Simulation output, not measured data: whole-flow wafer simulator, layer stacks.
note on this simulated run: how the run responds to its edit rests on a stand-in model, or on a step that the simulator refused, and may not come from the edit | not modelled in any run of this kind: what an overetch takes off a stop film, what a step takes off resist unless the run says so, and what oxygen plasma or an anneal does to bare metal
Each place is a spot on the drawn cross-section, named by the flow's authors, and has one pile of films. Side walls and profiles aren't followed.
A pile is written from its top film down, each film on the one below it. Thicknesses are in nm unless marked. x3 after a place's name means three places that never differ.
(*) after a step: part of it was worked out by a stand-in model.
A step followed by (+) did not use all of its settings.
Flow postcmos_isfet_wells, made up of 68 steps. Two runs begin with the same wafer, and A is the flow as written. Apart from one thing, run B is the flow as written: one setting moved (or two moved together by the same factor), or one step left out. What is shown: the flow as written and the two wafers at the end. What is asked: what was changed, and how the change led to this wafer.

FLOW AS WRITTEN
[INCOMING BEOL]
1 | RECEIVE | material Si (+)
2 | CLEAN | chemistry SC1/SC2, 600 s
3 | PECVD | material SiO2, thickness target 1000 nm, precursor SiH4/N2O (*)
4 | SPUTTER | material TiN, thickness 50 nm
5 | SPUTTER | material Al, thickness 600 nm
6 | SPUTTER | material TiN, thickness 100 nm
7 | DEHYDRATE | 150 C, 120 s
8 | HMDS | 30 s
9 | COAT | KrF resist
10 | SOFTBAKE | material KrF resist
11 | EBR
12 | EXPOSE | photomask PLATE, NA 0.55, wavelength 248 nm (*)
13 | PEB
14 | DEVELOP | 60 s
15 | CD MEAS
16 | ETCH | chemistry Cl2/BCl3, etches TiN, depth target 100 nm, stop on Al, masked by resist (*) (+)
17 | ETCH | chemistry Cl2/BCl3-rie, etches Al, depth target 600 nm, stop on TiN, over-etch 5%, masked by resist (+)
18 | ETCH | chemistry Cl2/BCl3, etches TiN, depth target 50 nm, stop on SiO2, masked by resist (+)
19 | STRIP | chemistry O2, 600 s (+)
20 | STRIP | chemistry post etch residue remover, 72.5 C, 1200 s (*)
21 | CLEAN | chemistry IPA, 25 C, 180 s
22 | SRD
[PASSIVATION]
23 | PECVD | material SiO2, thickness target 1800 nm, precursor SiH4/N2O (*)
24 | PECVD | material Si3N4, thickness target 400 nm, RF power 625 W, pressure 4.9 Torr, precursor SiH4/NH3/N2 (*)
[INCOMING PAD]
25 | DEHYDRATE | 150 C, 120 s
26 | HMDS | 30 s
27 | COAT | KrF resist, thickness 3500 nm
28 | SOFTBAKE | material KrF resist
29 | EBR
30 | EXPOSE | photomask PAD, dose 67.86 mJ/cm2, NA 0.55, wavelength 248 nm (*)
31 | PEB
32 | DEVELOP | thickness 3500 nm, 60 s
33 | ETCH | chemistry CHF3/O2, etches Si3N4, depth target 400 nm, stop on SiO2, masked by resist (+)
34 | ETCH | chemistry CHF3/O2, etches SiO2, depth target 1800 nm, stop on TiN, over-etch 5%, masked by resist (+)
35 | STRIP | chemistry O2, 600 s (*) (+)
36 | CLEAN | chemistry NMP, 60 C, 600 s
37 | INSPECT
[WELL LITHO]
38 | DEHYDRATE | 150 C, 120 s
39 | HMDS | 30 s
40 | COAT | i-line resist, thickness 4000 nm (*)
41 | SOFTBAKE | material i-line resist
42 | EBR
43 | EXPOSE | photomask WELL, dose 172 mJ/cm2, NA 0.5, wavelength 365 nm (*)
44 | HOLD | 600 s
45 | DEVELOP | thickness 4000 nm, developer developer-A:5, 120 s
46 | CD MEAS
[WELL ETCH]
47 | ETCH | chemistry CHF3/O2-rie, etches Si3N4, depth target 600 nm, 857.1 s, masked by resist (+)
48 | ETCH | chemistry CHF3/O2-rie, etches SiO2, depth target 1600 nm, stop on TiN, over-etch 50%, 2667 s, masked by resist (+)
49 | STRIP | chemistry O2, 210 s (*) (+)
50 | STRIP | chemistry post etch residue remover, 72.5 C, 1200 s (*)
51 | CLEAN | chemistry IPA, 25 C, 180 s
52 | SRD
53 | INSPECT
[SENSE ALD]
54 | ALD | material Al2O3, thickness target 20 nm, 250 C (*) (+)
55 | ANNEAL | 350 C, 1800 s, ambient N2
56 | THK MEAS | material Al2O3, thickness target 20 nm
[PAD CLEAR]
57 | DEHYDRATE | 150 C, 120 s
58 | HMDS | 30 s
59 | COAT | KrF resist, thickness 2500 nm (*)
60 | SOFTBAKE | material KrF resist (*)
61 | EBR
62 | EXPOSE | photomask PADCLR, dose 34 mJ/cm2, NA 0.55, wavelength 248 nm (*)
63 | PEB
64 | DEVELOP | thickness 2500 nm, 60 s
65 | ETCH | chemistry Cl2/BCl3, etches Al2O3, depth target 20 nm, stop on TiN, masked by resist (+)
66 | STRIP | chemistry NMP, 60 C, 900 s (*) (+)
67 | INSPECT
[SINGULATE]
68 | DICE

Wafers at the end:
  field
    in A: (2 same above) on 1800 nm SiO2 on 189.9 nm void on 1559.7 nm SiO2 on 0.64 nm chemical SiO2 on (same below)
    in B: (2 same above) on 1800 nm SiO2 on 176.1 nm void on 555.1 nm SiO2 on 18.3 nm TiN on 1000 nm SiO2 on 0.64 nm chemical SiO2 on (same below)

Cause: step 18, ETCH: depth target 31.25 nm was run, though the flow has depth target 50 nm.

How this came from the change, step by step:
  18 | ETCH | chemistry Cl2/BCl3, etches TiN, depth target 50 nm, stop on SiO2, masked by resist (+)
      field: A TiN loses 50 (all of it) | B TiN loses 31.2
      margin, well900, well1300 x3, pad_rim, pad_clr, pad_open: A KrF resist loses 20 | B KrF resist loses 12.5
  23 | PECVD | material SiO2, thickness target 1800 nm, precursor SiH4/N2O (*)
      field: A SiO2 gains 1800 (new film), void gains 189.9 (new film), SiO2 gains 559.7 | B SiO2 gains 1800 (new film), void gains 176.1 (new film), SiO2 gains 555.1 (new film)
If metal films that touch count as one body, field has 1 body; the flow as written gives 0 bodies.
